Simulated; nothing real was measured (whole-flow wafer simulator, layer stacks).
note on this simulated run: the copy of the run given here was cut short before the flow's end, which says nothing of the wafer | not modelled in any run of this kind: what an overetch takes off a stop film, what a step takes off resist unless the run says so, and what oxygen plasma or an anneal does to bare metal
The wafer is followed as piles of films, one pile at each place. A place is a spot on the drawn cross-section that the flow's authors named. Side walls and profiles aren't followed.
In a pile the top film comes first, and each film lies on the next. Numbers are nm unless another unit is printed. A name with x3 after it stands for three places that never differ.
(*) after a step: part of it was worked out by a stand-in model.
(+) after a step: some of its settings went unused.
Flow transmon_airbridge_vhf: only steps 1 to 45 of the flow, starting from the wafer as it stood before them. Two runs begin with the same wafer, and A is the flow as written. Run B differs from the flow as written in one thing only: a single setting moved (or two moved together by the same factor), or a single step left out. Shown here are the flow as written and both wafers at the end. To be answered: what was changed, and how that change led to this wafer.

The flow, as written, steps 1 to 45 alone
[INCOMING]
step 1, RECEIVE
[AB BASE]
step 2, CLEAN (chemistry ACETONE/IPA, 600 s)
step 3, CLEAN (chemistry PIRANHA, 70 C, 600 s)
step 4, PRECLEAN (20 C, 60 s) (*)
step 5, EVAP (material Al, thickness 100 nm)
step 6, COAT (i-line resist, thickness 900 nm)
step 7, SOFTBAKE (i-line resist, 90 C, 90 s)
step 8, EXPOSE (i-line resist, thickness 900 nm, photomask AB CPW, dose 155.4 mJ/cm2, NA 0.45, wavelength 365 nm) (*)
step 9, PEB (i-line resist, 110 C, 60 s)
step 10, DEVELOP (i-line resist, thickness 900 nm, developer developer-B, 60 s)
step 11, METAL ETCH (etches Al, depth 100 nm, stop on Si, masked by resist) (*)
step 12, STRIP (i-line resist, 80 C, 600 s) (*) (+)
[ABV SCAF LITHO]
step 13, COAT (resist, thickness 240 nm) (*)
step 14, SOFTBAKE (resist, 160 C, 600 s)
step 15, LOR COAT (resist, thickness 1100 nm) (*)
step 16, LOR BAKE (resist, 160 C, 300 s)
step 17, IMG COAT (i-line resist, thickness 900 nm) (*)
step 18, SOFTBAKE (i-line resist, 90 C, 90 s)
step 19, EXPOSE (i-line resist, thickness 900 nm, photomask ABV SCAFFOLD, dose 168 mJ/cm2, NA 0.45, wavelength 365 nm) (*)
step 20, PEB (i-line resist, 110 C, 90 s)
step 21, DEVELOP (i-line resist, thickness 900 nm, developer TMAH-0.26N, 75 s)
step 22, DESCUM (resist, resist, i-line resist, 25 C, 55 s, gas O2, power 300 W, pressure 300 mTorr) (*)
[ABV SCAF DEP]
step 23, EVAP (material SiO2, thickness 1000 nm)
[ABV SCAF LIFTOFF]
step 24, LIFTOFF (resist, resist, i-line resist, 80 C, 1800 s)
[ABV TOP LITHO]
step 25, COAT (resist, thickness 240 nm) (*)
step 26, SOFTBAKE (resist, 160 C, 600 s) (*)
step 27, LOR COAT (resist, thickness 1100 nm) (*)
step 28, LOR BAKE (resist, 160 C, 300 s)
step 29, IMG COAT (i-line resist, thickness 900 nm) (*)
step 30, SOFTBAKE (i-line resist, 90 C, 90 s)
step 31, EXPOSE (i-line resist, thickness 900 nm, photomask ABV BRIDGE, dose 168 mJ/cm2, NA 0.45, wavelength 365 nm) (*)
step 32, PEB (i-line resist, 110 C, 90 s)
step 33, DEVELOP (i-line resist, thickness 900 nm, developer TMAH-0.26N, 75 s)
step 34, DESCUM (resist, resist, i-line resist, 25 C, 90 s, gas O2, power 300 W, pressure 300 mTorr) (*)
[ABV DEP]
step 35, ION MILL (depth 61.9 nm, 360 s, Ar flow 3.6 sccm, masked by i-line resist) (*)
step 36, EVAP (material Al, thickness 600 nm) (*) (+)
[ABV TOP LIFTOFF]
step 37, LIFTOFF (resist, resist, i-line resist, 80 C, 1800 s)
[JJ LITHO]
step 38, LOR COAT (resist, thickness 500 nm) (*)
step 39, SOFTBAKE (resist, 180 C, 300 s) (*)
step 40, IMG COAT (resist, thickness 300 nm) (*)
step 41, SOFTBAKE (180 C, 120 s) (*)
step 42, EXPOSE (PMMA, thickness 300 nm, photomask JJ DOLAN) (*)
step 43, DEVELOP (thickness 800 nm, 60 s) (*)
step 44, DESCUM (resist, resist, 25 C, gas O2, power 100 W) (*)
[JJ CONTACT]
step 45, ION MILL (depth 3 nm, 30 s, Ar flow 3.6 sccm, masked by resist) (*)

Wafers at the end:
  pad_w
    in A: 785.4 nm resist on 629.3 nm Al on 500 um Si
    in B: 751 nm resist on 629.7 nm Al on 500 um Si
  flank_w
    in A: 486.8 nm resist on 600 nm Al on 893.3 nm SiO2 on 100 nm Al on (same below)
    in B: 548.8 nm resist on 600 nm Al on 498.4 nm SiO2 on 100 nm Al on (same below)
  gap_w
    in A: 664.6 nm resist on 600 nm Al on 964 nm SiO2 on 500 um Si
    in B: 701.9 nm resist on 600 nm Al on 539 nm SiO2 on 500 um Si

What caused this: step 23, EVAP: thickness 575 nm was run, though the flow has thickness 1000 nm.

The path from the change to this, step by step:
  step 23, EVAP (material SiO2, thickness 1000 nm)
      field x3, jj_line, ground_far and 10 more: A SiO2 gains 1000 (new film) | B SiO2 gains 575 (new film)
      flank_w, flank_e: A SiO2 gains 929.3 (new film) | B SiO2 gains 534.4 (new film)
  step 24, LIFTOFF (resist, resist, i-line resist, 80 C, 1800 s)
      field x3, jj_line, trace_open_s x2: A SiO2 loses 1000 (all of it), i-line resist loses 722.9 (all of it), resist loses 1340 (all of it) | B SiO2 loses 575 (all of it), i-line resist loses 722.9 (all of it), resist loses 1340 (all of it)
      pad_w, pad_e: A SiO2 loses 1000 (all of it), i-line resist loses 718 (all of it), resist loses 1330.2 (all of it) | B SiO2 loses 575 (all of it), i-line resist loses 718 (all of it), resist loses 1330.2 (all of it)
      (also at 1 further place)
  step 25, COAT (resist, thickness 240 nm) (*)
      flank_w, flank_e: A resist gains 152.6 (new film) | B resist gains 168 (new film)
      gap_w, gap_e: A resist gains 210.7 (new film) | B resist gains 228.7 (new film)
      (also at 6 further places)
  step 27, LOR COAT (resist, thickness 1100 nm) (*)
      gap_w, gap_e: A resist gains 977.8 | B resist gains 1037.8
      margin_s, margin_n: A resist gains 823.4 | B resist gains 930.6
      (also at 6 further places)
  step 29, IMG COAT (i-line resist, thickness 900 nm) (*)
      gap_w, gap_e: A i-line resist gains 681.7 (new film) | B i-line resist gains 785.7 (new film)
      margin_s, margin_n: A i-line resist gains 603.2 (new film) | B i-line resist gains 736.6 (new film)
      (also at 7 further places)
  step 32, PEB (i-line resist, 110 C, 90 s)
      pad_w, pad_e: A i-line resist loses 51 | B i-line resist loses 48.9
      flank_w, flank_e: A i-line resist loses 38.3 | B i-line resist loses 42.5
      (also at 7 further places)
  step 33, DEVELOP (i-line resist, thickness 900 nm, developer TMAH-0.26N, 75 s)
      gap_w, gap_e: A i-line resist loses 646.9 (all of it), resist loses 977.8 | B i-line resist loses 745.5 (all of it), resist loses 1037.8
      pad_w: A i-line resist loses 937.2 (all of it), resist loses 1247.8 | B i-line resist loses 900.4 (all of it), resist loses 1181
      (also at 5 further places)
  step 34, DESCUM (resist, resist, i-line resist, 25 C, 90 s, gas O2, power 300 W, pressure 300 mTorr) (*)
      flank_w, flank_e: A resist loses 152.6 (all of it) | B resist loses 168 (all of it)
      gap_w, gap_e: A resist loses 210.7 (all of it) | B resist loses 228.7 (all of it)
      (also at 4 further places)
  step 37, LIFTOFF (resist, resist, i-line resist, 80 C, 1800 s)
      margin_s, margin_n: A Al loses 600 (all of it), i-line resist loses 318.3 (all of it), resist loses 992 (all of it) | B Al loses 600 (all of it), i-line resist loses 444.8 (all of it), resist loses 1123.7 (all of it)
      ground_far: A Al loses 600 (all of it), i-line resist loses 717.9 (all of it), resist loses 1384.9 (all of it) | B Al loses 600 (all of it), i-line resist loses 664.8 (all of it), resist loses 1369.1 (all of it)
  step 38, LOR COAT (resist, thickness 500 nm) (*)
      pad_w, pad_e: A resist gains 517 (new film) | B resist gains 493.8 (new film)
      flank_w, flank_e: A resist gains 306.5 (new film) | B resist gains 358.5 (new film)
      (also at 6 further places)
  step 40, IMG COAT (resist, thickness 300 nm) (*)
      pad_w, pad_e: A resist gains 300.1 | B resist gains 289
      flank_w, flank_e: A resist gains 212.1 | B resist gains 222.1
      (also at 6 further places)
